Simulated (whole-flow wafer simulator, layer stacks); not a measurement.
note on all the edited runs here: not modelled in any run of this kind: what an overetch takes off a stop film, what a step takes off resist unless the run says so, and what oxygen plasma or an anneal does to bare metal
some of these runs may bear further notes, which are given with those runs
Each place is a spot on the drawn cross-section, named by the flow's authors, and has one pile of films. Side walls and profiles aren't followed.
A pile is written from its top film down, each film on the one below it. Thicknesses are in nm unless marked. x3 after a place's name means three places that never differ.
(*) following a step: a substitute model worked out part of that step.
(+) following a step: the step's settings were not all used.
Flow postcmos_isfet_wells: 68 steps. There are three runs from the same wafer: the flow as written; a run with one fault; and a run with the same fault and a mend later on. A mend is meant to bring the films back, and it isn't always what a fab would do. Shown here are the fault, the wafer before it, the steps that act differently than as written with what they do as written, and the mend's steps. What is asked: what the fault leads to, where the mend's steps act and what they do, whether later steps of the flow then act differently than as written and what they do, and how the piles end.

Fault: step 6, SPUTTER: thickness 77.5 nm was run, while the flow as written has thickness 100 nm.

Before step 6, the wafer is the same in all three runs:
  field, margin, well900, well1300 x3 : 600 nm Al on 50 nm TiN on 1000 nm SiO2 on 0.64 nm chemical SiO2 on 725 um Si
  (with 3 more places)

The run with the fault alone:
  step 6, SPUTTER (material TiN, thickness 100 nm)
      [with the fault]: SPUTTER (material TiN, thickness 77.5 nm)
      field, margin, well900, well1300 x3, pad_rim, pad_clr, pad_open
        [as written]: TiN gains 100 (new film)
        [with the fault]: TiN gains 77.5 (new film)
  Steps further on in the flow that do not act as written:
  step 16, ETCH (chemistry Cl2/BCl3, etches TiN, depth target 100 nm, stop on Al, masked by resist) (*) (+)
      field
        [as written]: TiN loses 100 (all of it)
        [with the fault]: TiN loses 77.5 (all of it)
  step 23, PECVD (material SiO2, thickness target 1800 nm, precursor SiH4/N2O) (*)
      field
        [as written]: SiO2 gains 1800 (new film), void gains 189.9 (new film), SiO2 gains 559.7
        [with the fault]: SiO2 gains 1800 (new film), void gains 173 (new film), SiO2 gains 554.1
  The piles end different from the flow's at field, margin, well900, well1300 x3, pad_rim, pad_clr, pad_open by more than 2% or 0.5 nm, whichever is larger.
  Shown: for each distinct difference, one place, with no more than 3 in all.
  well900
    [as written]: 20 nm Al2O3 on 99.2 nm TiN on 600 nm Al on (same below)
    [with the fault]: 20 nm Al2O3 on 76.7 nm TiN on 600 nm Al on (same below)
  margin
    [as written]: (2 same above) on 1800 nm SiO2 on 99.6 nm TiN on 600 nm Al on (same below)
    [with the fault]: (2 same above) on 1800 nm SiO2 on 77.1 nm TiN on 600 nm Al on (same below)
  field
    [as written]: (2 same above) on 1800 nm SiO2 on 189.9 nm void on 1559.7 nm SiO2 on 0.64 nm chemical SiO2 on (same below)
    [with the fault]: (2 same above) on 1800 nm SiO2 on 173 nm void on 1554.1 nm SiO2 on 0.64 nm chemical SiO2 on (same below)

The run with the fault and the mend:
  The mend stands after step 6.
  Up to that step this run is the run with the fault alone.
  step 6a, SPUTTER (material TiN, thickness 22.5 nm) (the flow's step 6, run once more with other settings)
      field, margin, well900, well1300 x3, pad_rim, pad_clr, pad_open
        TiN gains 22.5
  Every later step of the flow that is run acts as written at every place that is followed.
  At every place that both follow, the piles at the end match the flow's.
